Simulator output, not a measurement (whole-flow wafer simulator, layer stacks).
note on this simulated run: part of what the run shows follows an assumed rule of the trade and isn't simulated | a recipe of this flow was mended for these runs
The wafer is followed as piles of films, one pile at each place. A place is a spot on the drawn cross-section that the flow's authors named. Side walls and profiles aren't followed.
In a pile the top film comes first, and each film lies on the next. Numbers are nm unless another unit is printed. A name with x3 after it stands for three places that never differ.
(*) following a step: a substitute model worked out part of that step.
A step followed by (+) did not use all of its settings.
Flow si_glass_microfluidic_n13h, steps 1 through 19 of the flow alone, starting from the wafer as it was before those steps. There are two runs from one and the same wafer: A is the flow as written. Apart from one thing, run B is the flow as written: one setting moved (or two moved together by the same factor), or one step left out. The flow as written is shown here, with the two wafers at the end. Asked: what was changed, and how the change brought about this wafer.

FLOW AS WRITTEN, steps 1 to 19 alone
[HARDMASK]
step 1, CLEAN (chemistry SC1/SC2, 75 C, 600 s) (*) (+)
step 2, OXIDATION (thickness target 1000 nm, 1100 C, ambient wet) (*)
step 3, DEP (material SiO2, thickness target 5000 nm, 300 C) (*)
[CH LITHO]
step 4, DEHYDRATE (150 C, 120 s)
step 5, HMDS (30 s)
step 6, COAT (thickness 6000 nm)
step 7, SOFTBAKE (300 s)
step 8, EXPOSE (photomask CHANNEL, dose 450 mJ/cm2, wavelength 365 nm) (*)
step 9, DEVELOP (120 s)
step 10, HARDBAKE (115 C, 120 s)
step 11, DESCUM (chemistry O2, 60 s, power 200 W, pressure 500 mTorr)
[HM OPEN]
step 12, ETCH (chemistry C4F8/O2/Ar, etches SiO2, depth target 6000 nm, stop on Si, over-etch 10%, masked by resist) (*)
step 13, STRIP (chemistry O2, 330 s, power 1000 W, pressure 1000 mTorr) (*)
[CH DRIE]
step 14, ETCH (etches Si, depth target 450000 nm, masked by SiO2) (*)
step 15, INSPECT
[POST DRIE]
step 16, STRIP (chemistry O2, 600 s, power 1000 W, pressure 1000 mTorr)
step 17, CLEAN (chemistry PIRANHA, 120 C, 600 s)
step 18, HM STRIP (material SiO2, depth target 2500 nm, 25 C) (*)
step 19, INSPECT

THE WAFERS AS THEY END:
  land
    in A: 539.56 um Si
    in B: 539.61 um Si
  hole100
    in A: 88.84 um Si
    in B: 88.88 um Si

Cause: step 2, OXIDATION: 1065 C was run, while the flow as written has 1100 C.

The path from the change to this, step by step:
  step 2, OXIDATION (thickness target 1000 nm, 1100 C, ambient wet) (*)
      land, hole100: A SiO2 gains 1000 (new film), chemical SiO2 loses 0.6 (all of it), Si loses 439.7 | B SiO2 gains 878.5 (new film), chemical SiO2 loses 0.6 (all of it), Si loses 386.3
  step 12, ETCH (chemistry C4F8/O2/Ar, etches SiO2, depth target 6000 nm, stop on Si, over-etch 10%, masked by resist) (*)
      land: A thick-i-line-resist loses 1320 | B thick-i-line-resist loses 1293.3
      hole100: A SiO2 loses 6000 (all of it), Si loses 75 | B SiO2 loses 5878.5 (all of it), Si loses 90.2
  step 18, HM STRIP (material SiO2, depth target 2500 nm, 25 C) (*)
      land: A SiO2 loses 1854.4 (all of it) | B SiO2 loses 1733.2 (all of it)
